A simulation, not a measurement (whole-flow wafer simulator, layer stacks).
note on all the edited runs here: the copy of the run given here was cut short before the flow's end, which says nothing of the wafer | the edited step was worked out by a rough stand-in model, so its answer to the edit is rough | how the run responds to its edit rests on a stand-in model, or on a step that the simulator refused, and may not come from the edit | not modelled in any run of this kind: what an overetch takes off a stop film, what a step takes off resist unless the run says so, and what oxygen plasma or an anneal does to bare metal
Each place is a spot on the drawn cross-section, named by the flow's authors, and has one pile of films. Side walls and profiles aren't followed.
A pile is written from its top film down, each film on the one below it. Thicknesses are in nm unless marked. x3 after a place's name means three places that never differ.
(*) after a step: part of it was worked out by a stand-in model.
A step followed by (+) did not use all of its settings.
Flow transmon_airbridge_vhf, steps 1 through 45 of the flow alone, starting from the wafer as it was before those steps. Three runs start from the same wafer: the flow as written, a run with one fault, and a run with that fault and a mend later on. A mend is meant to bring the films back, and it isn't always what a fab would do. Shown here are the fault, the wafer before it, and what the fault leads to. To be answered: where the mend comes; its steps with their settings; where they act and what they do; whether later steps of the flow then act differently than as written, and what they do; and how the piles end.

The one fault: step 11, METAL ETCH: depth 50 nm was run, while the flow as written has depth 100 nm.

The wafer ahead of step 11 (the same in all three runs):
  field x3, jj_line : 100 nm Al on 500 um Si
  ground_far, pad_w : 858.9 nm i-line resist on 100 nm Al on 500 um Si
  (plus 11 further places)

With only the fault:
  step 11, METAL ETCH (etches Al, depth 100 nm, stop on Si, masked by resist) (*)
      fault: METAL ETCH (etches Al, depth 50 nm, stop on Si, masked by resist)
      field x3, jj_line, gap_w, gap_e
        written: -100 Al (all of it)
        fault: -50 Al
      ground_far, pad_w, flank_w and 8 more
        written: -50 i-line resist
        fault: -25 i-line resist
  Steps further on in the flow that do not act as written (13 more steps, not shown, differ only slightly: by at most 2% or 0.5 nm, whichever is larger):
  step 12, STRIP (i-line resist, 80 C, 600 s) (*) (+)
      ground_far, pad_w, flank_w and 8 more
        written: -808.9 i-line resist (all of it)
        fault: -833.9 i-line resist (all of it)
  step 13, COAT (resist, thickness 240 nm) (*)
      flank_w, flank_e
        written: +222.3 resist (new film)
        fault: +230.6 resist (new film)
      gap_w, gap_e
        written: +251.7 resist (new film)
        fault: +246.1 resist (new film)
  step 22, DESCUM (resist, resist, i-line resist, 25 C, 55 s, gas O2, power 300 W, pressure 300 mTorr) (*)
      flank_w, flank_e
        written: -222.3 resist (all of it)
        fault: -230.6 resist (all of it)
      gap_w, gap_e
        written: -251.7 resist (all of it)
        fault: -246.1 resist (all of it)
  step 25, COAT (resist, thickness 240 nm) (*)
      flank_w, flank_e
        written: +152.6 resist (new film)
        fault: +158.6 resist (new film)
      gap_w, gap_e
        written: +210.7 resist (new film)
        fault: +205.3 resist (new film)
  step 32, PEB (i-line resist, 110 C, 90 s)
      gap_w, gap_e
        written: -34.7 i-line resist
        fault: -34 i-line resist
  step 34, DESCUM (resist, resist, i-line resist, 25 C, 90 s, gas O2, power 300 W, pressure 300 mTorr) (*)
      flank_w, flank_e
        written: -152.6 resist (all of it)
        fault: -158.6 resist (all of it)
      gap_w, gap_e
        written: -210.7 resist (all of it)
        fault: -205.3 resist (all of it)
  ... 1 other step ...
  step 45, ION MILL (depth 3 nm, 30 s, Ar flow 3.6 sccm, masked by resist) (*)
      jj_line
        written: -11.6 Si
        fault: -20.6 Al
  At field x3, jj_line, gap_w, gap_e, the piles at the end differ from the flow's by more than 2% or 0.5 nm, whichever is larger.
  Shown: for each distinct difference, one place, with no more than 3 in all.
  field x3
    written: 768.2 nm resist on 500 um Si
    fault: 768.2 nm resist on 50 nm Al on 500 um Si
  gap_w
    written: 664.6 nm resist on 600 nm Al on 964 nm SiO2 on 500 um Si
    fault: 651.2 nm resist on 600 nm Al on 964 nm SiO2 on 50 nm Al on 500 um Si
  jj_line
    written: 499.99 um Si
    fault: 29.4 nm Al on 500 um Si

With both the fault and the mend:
  After step 12 comes the mend.
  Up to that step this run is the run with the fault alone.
  step 12a, COAT (i-line resist, thickness 900 nm) (*) (the flow's step 6 again)
      field x3, jj_line, trace_open_s x2, margin_s, bridge_strip, margin_n
        +900 i-line resist (new film)
      pad_w, pad_e
        +893.9 i-line resist (new film)
      flank_w, flank_e
        +888.3 i-line resist (new film)
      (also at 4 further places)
  step 12b, SOFTBAKE (i-line resist, 90 C, 90 s) (the flow's step 7 again)
      pad_w, pad_e
        -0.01 i-line resist
      flank_w, flank_e
        -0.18 i-line resist
  step 12c, EXPOSE (i-line resist, thickness 900 nm, photomask AB CPW, dose 155.4 mJ/cm2, NA 0.45, wavelength 365 nm) (*) (the flow's step 8 again)
      leaves every film unchanged at each place that is followed
  step 12d, PEB (i-line resist, 110 C, 60 s) (the flow's step 9 again)
      field x3, jj_line, trace_open_s x2, margin_s, bridge_strip, margin_n
        -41 i-line resist
      pad_w, cpw_trace, pad_e
        -40.7 i-line resist
      flank_w, flank_e
        -40.5 i-line resist
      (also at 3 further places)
  step 12e, DEVELOP (i-line resist, thickness 900 nm, developer developer-B, 60 s) (the flow's step 10 again)
      trace_open_s x2, margin_s, bridge_strip, margin_n
        -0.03 i-line resist
      field x3, jj_line
        -859 i-line resist (all of it)
      gap_w, gap_e
        -885.1 i-line resist (all of it)
  step 12f, METAL ETCH (etches Al, depth 50 nm, stop on Si, masked by resist) (*) (the flow's step 11 again, with other settings)
      ground_far, pad_w, flank_w and 8 more
        -25 i-line resist
      field x3, jj_line, gap_w, gap_e
        -50 Al (all of it)
  step 12g, STRIP (i-line resist, 80 C, 600 s) (*) (+) (the flow's step 12 again)
      trace_open_s x2, margin_s, bridge_strip, margin_n
        -833.9 i-line resist (all of it)
      pad_w, pad_e
        -828.1 i-line resist (all of it)
      flank_w, flank_e
        -822.6 i-line resist (all of it)
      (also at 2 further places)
  Later steps of the flow that are run all act as written at every place that is followed.
  The piles end the same as the flow's at every place that both follow.
